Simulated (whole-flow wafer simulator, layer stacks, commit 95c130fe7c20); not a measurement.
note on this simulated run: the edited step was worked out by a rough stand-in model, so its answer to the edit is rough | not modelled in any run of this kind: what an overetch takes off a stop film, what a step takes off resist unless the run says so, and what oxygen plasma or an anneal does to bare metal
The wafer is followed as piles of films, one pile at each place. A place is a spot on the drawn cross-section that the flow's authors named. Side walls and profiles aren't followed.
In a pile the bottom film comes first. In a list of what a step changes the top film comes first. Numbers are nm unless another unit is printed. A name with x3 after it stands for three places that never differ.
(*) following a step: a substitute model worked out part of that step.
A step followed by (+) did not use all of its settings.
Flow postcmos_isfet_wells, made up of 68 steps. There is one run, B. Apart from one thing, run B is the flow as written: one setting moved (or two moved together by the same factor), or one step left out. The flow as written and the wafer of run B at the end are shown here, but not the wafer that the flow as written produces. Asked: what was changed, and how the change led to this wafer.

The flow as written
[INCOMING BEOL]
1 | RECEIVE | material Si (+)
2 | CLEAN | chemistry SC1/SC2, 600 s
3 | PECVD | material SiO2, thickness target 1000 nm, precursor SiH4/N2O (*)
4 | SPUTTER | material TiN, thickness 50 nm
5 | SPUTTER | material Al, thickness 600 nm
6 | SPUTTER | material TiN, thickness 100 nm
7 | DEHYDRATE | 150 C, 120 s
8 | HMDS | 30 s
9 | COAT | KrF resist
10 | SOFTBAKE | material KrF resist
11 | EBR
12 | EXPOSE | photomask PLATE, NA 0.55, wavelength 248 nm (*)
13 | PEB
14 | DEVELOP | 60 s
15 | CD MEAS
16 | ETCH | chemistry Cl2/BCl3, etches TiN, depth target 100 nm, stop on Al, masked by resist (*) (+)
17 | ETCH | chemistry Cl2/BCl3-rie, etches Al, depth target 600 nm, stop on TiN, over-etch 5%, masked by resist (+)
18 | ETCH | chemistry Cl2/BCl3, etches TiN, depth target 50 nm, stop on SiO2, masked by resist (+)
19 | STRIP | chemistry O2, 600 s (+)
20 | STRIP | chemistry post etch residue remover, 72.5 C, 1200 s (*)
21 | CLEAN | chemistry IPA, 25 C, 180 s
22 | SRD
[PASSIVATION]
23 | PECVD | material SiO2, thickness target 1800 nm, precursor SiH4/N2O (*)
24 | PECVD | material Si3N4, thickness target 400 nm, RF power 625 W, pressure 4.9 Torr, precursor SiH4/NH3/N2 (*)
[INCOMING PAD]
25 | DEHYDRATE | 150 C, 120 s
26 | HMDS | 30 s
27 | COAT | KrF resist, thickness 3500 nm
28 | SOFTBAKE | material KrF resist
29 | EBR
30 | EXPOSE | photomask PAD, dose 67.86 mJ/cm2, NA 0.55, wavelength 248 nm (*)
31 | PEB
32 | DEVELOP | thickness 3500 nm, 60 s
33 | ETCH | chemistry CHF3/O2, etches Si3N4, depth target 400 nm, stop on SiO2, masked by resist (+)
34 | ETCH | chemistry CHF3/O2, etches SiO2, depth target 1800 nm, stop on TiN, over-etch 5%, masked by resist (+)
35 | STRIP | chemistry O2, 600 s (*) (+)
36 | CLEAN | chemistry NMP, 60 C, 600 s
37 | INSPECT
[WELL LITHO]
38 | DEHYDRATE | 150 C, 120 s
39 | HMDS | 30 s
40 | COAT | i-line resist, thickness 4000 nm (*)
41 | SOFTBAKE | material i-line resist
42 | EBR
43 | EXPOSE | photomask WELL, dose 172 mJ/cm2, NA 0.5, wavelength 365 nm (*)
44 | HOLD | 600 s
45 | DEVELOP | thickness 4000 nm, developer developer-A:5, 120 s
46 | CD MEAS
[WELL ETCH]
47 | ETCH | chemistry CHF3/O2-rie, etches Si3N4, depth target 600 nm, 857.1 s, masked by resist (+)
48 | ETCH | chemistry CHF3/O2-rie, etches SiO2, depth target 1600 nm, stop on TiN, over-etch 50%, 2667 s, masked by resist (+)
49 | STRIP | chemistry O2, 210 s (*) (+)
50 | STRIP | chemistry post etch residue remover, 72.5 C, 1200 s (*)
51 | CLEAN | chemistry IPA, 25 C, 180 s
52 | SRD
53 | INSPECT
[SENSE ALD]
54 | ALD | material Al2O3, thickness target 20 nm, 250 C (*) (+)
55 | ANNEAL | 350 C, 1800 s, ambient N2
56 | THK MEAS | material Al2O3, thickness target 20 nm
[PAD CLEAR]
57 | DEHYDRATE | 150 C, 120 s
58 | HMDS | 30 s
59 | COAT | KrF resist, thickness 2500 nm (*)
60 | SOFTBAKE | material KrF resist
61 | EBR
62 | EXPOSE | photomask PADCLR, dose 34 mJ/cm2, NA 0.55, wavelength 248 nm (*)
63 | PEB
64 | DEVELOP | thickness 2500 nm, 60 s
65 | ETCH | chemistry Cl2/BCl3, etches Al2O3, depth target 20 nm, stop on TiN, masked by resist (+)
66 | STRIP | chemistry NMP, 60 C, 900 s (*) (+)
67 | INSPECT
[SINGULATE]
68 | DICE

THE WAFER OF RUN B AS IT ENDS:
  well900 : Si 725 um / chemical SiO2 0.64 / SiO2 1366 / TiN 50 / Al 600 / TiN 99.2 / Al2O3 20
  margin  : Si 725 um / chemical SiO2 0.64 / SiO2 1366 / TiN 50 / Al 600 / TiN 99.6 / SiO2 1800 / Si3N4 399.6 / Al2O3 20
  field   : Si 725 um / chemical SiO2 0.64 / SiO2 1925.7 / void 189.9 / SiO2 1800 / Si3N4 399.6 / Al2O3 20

What caused this: step 3, PECVD: thickness target 1366 nm was run, though the flow has thickness target 1000 nm.
One can read it off the wafer: well900 has SiO2 1366, and step 3 as written asks for 1000 nm.

How this came from the change, step by step:
  3 | PECVD | material SiO2, thickness target 1000 nm, precursor SiH4/N2O (*)
      field, margin, well900, well1300 x3, pad_rim, pad_clr, pad_open: +1366 SiO2 (new film) (it would be, as written: +1000 SiO2 (new film))
